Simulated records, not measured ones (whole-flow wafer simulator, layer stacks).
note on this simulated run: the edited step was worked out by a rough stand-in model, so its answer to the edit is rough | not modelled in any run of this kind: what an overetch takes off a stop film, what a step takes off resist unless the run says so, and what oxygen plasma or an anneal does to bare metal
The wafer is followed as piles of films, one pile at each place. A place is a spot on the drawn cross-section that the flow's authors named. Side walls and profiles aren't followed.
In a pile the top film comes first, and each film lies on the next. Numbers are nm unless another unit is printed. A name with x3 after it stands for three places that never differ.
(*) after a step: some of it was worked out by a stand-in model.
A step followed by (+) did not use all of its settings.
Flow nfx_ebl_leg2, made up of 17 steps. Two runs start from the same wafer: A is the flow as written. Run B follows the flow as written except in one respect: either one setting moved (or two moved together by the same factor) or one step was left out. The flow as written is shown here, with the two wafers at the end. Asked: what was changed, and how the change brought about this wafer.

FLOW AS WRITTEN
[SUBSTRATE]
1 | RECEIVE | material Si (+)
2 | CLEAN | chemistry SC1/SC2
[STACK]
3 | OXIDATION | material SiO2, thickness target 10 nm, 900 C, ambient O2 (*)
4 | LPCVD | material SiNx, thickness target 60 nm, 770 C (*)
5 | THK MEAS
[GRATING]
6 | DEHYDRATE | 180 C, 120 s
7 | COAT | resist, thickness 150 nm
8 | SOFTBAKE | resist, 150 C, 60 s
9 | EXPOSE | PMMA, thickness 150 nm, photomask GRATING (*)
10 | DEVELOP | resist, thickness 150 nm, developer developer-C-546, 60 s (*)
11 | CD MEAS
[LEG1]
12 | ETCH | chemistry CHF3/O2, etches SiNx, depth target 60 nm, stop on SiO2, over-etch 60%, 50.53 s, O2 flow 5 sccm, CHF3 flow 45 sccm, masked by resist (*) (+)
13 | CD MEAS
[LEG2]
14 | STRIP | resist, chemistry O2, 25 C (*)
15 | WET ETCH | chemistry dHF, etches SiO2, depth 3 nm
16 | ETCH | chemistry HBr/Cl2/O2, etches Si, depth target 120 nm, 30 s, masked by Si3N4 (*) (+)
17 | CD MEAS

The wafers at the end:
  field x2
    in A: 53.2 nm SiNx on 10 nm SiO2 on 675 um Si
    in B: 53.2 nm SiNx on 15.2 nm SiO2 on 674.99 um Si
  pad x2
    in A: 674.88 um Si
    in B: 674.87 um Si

Cause: step 3, OXIDATION: thickness target 15.2 nm was run, though the flow has thickness target 10 nm.
The wafer itself shows it: field x2 has SiO2 15.2, and step 3 as written asks for 10 nm.

Step by step, how the change led to this:
  3 | OXIDATION | material SiO2, thickness target 10 nm, 900 C, ambient O2 (*)
      field x2, pad x2: A +10 SiO2 (new film), -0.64 chemical SiO2 (all of it), -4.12 Si | B +15.2 SiO2 (new film), -0.64 chemical SiO2 (all of it), -6.4 Si
  12 | ETCH | chemistry CHF3/O2, etches SiNx, depth target 60 nm, stop on SiO2, over-etch 60%, 50.53 s, O2 flow 5 sccm, CHF3 flow 45 sccm, masked by resist (*) (+)
      pad x2: A -60 SiNx (all of it), -10 SiO2 (all of it) | B -60 SiNx (all of it), -15.2 SiO2 (all of it)
